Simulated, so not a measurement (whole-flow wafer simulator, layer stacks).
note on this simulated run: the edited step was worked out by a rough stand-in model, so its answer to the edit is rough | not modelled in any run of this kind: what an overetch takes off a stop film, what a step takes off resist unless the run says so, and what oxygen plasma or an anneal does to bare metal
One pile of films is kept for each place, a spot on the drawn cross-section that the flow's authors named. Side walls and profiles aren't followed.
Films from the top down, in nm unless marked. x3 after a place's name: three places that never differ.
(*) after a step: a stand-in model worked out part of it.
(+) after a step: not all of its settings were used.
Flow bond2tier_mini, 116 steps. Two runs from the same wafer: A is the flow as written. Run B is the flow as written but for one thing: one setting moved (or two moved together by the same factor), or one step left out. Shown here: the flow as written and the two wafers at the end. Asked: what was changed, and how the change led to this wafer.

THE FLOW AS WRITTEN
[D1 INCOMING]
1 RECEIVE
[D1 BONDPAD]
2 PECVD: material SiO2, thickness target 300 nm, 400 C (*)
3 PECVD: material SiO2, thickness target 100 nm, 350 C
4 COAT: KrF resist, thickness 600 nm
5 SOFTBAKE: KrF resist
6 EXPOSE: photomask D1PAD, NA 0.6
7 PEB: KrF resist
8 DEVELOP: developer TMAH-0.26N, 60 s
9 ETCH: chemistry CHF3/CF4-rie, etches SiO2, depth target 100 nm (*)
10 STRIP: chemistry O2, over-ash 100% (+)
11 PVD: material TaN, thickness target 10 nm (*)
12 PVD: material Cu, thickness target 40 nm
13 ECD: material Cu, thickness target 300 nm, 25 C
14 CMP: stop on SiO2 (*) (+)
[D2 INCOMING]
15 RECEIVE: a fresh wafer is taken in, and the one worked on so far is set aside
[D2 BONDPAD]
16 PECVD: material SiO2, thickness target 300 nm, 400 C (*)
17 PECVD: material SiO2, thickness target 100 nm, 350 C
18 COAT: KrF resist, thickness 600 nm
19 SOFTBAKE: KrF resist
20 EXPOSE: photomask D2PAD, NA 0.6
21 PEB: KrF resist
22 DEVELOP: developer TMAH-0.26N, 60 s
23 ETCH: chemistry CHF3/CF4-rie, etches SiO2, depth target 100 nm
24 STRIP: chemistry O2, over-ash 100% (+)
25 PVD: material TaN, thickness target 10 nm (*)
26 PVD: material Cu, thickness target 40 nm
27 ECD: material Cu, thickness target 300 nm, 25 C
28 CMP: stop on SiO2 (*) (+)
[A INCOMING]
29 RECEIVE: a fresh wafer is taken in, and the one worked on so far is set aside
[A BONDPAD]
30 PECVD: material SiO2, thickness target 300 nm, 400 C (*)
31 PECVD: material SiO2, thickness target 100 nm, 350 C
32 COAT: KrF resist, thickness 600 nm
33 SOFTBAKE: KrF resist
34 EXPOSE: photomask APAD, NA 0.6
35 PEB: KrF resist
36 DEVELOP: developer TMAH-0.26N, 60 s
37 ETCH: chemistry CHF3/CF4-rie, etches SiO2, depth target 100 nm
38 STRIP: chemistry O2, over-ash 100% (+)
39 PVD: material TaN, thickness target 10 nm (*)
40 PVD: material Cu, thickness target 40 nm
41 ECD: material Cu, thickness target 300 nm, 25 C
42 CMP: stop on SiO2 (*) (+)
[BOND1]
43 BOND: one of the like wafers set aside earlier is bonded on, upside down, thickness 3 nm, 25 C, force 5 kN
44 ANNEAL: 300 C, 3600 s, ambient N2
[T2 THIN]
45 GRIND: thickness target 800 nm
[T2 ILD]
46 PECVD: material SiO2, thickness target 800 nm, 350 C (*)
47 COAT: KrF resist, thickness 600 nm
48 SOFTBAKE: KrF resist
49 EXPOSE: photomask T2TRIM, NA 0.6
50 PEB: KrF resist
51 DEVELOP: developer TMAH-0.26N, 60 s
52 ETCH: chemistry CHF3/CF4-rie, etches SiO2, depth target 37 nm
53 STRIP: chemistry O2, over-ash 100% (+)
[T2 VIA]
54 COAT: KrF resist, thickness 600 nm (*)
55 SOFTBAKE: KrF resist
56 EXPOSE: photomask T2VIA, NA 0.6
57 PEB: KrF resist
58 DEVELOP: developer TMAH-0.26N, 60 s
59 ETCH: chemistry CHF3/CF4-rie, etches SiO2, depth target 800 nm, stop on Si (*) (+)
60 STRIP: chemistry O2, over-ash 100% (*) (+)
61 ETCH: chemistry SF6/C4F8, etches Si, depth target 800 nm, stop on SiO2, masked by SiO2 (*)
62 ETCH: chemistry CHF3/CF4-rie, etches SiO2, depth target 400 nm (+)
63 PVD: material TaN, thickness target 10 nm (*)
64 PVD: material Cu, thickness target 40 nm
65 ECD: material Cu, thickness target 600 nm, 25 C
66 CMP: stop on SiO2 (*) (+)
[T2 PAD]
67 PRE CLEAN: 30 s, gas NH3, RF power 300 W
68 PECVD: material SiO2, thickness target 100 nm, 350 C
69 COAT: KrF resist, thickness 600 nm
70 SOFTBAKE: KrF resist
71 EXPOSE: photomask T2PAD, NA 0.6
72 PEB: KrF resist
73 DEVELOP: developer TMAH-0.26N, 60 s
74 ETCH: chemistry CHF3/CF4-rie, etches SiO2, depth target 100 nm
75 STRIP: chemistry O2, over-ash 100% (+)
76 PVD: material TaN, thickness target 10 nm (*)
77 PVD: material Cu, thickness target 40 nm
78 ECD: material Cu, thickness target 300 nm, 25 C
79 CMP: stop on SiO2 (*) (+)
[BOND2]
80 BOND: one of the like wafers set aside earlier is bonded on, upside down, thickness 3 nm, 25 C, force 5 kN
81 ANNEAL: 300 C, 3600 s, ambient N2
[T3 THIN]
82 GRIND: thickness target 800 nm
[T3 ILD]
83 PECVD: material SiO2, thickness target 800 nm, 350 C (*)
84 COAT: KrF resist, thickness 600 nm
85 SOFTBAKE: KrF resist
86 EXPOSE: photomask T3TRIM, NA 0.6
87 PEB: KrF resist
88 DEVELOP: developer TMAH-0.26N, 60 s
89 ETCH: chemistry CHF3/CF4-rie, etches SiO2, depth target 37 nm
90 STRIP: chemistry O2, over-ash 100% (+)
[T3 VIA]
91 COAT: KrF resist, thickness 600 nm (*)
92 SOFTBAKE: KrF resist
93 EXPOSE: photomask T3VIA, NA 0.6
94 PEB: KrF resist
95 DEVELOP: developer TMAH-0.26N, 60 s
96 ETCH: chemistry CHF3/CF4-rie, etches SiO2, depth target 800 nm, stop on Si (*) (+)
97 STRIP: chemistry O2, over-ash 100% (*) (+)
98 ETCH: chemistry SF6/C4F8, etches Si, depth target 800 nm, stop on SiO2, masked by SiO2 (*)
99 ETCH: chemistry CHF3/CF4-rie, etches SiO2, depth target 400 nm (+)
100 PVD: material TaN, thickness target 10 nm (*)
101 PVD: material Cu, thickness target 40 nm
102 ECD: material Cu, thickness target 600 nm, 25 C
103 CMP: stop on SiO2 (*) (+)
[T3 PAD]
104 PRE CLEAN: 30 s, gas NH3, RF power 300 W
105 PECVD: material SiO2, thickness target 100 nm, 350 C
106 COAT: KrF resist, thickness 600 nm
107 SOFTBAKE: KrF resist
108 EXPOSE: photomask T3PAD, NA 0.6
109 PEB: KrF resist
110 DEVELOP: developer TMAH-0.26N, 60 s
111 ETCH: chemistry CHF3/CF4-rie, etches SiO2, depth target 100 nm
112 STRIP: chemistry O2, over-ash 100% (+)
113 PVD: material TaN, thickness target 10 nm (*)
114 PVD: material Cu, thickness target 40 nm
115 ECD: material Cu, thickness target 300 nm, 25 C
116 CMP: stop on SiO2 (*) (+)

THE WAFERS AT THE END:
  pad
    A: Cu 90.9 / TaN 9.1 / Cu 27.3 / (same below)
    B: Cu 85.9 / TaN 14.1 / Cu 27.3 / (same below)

The cause: step 113, PVD: thickness target 15.5 nm was run, where the flow has thickness target 10 nm.

How the change led to this, step by step:
  113 PVD: material TaN, thickness target 10 nm (*)
      field: A TaN +10 (new film) | B TaN +15.5 (new film)
      pad: A TaN +9.1 (new film) | B TaN +14.1 (new film)
  116 CMP: stop on SiO2 (*) (+)
      field: A Cu -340 (all of it), TaN -10 (all of it) | B Cu -340 (all of it), TaN -15.5 (all of it)
